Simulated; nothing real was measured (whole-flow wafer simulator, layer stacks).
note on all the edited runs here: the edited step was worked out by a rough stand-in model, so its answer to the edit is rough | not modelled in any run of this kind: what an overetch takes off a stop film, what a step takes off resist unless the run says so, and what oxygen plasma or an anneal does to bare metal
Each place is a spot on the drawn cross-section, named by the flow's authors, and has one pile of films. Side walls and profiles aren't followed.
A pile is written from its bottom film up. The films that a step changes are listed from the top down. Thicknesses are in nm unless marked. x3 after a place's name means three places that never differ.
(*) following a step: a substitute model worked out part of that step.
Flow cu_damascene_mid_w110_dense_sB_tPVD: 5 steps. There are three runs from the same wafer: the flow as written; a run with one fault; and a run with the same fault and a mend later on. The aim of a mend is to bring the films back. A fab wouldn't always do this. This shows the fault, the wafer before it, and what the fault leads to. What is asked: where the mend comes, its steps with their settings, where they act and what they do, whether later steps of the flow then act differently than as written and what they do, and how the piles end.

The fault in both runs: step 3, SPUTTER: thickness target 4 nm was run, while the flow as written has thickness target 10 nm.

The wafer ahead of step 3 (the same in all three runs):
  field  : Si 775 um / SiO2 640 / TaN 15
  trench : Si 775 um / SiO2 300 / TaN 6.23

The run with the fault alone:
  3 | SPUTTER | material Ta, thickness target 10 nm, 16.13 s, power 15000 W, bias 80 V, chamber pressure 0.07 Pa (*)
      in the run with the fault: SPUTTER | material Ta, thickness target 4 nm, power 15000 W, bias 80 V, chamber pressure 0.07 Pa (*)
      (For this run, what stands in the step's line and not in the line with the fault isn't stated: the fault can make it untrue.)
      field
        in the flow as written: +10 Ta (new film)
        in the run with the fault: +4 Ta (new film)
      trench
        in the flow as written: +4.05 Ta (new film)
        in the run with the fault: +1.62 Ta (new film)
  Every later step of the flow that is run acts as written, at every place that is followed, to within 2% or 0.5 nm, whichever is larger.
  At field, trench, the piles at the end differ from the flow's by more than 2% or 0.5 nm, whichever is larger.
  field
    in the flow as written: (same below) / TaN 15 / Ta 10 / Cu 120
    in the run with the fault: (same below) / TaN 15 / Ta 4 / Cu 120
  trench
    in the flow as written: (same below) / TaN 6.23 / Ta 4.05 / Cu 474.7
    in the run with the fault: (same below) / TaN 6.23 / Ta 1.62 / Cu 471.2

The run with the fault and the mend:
  The mend stands after step 3.
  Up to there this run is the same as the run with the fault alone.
  3a | SPUTTER | material Ta, thickness target 6 nm, power 15000 W, bias 80 V, chamber pressure 0.07 Pa (*) (the flow's step 3, run once more with other settings)
      field
        +6 Ta
      trench
        +2.39 Ta
  Every later step of the flow that is run acts as written, at every place that is followed, to within 2% or 0.5 nm, whichever is larger.
  At the end the piles are close to the flow's at the places that both follow, differing by at most 2% or 0.5 nm, whichever is larger.
